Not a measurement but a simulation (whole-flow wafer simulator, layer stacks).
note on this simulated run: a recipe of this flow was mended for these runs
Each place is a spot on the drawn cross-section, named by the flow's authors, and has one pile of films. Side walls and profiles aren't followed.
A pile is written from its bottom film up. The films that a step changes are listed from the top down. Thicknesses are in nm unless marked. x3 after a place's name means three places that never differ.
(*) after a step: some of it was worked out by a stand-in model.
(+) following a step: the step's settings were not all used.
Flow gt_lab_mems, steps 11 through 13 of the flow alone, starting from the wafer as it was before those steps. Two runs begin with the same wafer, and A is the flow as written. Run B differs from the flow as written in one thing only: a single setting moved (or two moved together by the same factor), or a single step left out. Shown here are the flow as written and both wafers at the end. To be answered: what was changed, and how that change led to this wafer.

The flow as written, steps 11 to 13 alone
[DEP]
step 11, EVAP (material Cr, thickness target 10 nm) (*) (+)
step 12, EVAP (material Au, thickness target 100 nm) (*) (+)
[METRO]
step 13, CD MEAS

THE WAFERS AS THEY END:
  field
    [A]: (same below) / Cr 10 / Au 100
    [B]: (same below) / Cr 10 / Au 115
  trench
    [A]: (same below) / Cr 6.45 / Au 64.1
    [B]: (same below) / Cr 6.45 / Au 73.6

Cause: step 12, EVAP: thickness target 115 nm was run, whereas the flow has thickness target 100 nm.
One can read it off the wafer: field has Au 115, and step 12 as written asks for 100 nm.

How this came from the change, step by step:
  step 12, EVAP (material Au, thickness target 100 nm) (*) (+)
      field: A Au gains 100 (new film) | B Au gains 115 (new film)
      trench: A Au gains 64.1 (new film) | B Au gains 73.6 (new film)
